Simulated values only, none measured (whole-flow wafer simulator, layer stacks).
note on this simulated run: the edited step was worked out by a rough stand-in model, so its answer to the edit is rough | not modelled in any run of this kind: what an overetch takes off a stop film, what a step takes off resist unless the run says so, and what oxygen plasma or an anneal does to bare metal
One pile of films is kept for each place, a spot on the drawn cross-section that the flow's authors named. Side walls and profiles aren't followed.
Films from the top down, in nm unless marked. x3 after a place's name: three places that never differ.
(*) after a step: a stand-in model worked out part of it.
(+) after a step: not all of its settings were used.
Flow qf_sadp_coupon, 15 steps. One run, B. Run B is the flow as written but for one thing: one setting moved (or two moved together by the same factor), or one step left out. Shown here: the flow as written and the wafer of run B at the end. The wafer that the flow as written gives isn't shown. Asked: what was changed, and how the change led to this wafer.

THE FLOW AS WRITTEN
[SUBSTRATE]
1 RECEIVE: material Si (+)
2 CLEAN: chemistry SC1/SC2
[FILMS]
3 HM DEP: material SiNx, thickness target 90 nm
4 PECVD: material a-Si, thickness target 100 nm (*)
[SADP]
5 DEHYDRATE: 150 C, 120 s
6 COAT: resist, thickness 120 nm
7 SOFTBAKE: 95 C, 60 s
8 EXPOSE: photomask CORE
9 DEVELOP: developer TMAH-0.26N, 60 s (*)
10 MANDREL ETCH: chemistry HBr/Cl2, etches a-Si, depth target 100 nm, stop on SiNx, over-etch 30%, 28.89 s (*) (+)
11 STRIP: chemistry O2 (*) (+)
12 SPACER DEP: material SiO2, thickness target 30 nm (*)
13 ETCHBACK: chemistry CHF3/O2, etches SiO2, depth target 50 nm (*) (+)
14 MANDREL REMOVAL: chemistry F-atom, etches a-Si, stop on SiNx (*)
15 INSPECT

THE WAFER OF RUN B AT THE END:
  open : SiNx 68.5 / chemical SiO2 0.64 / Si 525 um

The cause: step 4, PECVD: thickness target 112.5 nm was run, where the flow has thickness target 100 nm.

How the change led to this, step by step:
  4 PECVD: material a-Si, thickness target 100 nm (*)
      m, open: a-Si +112.5 (new film) (as written it would be: a-Si +100 (new film))
  10 MANDREL ETCH: chemistry HBr/Cl2, etches a-Si, depth target 100 nm, stop on SiNx, over-etch 30%, 28.89 s (*) (+)
      open: a-Si -112.5 (all of it), SiNx -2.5 (as written it would be: a-Si -100 (all of it), SiNx -4.29)
  14 MANDREL REMOVAL: chemistry F-atom, etches a-Si, stop on SiNx (*)
      m: a-Si -108.3 (all of it) (as written it would be: a-Si -95.8 (all of it))
